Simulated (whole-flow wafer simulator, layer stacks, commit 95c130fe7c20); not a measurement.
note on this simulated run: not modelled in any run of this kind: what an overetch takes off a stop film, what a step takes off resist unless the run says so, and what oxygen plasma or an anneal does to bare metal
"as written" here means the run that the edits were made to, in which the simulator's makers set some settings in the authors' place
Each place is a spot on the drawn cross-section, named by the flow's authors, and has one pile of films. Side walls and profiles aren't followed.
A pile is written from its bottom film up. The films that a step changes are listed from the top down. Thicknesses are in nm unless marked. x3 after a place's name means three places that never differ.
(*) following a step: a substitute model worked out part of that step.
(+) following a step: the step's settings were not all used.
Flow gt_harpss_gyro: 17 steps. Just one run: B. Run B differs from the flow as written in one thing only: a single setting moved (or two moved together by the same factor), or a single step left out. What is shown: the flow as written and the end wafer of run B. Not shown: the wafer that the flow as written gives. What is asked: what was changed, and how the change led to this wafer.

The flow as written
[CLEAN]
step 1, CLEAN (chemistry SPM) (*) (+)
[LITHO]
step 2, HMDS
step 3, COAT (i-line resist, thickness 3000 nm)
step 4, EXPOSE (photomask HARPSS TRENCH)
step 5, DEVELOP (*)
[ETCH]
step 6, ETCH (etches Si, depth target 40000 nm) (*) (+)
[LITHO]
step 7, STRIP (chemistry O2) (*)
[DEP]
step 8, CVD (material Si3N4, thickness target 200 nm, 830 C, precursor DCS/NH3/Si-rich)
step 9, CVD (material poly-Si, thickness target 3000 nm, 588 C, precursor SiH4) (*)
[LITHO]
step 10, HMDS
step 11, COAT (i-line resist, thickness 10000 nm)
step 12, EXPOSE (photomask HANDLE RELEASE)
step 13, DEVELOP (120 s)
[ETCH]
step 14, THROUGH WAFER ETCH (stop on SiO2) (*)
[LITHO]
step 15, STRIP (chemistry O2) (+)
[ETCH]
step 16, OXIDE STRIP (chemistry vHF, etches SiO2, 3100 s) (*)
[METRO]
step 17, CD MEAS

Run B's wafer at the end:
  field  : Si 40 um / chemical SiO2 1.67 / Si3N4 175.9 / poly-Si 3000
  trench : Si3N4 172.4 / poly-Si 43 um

What caused this: step 8, CVD: thickness target 175.9 nm was run, while the flow as written has thickness target 200 nm.
The wafer lets one read it off: field has Si3N4 175.9, and step 8 as written asks for 200 nm.

How this came from the change, step by step:
  step 8, CVD (material Si3N4, thickness target 200 nm, 830 C, precursor DCS/NH3/Si-rich)
      field: Si3N4 gains 175.9 (new film) (it would be, as written: Si3N4 gains 200 (new film))
      trench: Si3N4 gains 172.4 (new film) (it would be, as written: Si3N4 gains 195.9 (new film))
  step 9, CVD (material poly-Si, thickness target 3000 nm, 588 C, precursor SiH4) (*)
      trench: poly-Si gains 43 um (new film) (it would be, as written: poly-Si gains 43.01 um (new film))
